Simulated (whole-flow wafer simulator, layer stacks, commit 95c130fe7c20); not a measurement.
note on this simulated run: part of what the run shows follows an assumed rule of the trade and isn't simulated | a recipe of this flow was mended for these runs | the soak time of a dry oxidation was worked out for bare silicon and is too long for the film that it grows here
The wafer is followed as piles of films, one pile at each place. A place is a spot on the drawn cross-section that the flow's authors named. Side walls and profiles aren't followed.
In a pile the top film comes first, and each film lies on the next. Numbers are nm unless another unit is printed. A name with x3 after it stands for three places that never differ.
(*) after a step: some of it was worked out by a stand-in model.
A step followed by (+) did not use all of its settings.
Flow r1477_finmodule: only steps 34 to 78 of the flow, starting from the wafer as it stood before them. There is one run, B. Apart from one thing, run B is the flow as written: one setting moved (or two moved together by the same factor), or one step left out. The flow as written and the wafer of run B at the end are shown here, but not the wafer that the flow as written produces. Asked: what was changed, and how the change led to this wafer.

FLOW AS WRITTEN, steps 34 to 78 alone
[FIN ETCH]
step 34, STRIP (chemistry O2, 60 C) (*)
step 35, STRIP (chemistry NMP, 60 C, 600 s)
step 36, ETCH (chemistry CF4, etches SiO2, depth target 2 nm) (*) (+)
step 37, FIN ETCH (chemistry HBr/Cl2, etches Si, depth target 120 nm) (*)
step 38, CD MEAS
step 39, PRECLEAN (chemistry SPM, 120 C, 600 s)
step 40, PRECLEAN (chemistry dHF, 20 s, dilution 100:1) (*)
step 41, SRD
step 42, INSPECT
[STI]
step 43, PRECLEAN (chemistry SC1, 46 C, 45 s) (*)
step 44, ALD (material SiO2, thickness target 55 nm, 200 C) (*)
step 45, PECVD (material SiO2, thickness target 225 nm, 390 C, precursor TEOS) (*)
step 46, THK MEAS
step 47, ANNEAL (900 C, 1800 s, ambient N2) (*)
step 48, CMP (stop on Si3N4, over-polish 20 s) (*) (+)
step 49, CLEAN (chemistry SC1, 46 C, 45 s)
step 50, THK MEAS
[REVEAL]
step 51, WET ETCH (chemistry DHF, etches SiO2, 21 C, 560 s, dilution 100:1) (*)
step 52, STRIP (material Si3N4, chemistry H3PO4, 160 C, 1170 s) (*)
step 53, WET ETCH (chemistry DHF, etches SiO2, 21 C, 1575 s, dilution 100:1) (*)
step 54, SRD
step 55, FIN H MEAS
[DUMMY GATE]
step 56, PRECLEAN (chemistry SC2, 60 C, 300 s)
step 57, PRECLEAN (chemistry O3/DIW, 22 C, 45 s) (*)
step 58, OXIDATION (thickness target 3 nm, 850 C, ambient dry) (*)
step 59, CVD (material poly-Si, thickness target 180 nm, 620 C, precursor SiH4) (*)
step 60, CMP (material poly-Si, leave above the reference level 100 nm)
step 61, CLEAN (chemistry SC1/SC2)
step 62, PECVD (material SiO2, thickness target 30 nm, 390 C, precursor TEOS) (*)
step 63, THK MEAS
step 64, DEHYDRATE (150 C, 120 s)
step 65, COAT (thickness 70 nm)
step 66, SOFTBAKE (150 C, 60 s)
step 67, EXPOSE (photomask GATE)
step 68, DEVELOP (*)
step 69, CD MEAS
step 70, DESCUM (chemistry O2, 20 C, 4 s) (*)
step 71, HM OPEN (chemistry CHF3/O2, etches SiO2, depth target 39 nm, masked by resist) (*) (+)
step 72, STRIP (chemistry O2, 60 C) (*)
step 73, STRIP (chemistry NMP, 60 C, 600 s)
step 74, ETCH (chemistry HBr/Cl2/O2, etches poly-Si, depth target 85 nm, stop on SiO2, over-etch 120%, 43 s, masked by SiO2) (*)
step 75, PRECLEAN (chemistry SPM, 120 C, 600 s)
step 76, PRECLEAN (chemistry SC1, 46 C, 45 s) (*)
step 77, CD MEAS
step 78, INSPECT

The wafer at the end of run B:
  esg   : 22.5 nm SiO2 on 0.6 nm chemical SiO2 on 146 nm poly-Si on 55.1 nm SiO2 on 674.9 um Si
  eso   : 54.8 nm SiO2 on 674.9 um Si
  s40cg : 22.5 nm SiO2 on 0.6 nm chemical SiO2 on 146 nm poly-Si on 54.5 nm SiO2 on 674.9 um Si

The reason: step 37, FIN ETCH: depth target 95 nm was run, though the flow has depth target 120 nm.

Step by step, how the change led to this:
  step 37, FIN ETCH (chemistry HBr/Cl2, etches Si, depth target 120 nm) (*)
      pad, padg, esg and 19 more: -95 Si (as written it would have been: -120 Si)
      elg x4, elo x4: -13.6 Si3N4 (as written it would have been: -17.1 Si3N4)
      (as well as at 6 more places)
  step 44, ALD (material SiO2, thickness target 55 nm, 200 C) (*)
      esg, e40sg, e100sg, e200sg, eso, e40so, e100so, e200so: +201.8 SiO2 (new film) (as written it would have been: +223.2 SiO2 (new film))
      s40cg, s45cg, s50cg, s40co, s45co, s50co: +240.1 SiO2 (new film) (as written it would have been: +263.2 SiO2 (new film))
      (as well as at 6 more places)
  step 48, CMP (stop on Si3N4, over-polish 20 s) (*) (+)
      pad, padg: -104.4 SiO2 (as written it would have been: -79.4 SiO2)
  step 51, WET ETCH (chemistry DHF, etches SiO2, 21 C, 560 s, dilution 100:1) (*)
      elg x4, elo x4: -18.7 SiO2 (all of it), -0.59 Si3N4 (as written it would have been: -22.3 SiO2 (all of it), -0.41 Si3N4)
  step 52, STRIP (material Si3N4, chemistry H3PO4, 160 C, 1170 s) (*)
      elg x4, elo x4: -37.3 Si3N4 (all of it), -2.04 SiO2 (as written it would have been: -33.9 Si3N4 (all of it), -2.15 SiO2)
  step 60, CMP (material poly-Si, leave above the reference level 100 nm)
      pad, padg: -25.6 poly-Si (as written it would have been: -24.8 poly-Si)
